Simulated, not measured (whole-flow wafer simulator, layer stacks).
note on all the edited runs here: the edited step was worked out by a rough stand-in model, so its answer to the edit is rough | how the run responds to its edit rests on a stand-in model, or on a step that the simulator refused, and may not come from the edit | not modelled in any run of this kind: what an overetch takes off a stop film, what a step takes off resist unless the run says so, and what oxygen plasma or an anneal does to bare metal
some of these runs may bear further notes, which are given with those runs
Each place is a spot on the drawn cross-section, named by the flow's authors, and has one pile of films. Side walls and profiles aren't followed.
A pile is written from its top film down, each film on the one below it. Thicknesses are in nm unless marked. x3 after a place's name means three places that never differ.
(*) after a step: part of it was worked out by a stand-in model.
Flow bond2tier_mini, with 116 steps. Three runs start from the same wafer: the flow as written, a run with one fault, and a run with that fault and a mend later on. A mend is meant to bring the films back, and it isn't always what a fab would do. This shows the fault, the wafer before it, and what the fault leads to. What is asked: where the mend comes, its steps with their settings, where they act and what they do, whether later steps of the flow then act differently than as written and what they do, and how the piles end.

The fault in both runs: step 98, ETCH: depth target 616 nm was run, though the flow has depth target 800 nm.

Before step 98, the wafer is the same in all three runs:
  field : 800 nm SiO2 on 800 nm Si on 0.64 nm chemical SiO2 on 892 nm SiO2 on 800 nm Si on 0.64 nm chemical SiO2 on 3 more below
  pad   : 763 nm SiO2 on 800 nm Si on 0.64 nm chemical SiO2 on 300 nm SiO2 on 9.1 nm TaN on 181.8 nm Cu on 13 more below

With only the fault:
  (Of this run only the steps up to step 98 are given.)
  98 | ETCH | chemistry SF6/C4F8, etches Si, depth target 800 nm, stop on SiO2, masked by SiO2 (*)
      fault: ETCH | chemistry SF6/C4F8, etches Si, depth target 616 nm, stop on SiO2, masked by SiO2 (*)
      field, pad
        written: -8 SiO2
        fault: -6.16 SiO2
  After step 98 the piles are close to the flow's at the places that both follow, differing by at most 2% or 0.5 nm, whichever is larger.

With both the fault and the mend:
  The mend stands after step 98.
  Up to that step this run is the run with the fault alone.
  98a | ETCH | chemistry SF6/C4F8, etches Si, depth target 184 nm, stop on SiO2, masked by SiO2 (*) (the flow's step 98, run once more with other settings)
      field, pad
        -1.84 SiO2
  Later steps of the flow that are run all act as written at every place that is followed.
  By the end, the piles equal the flow's at every place that both follow.
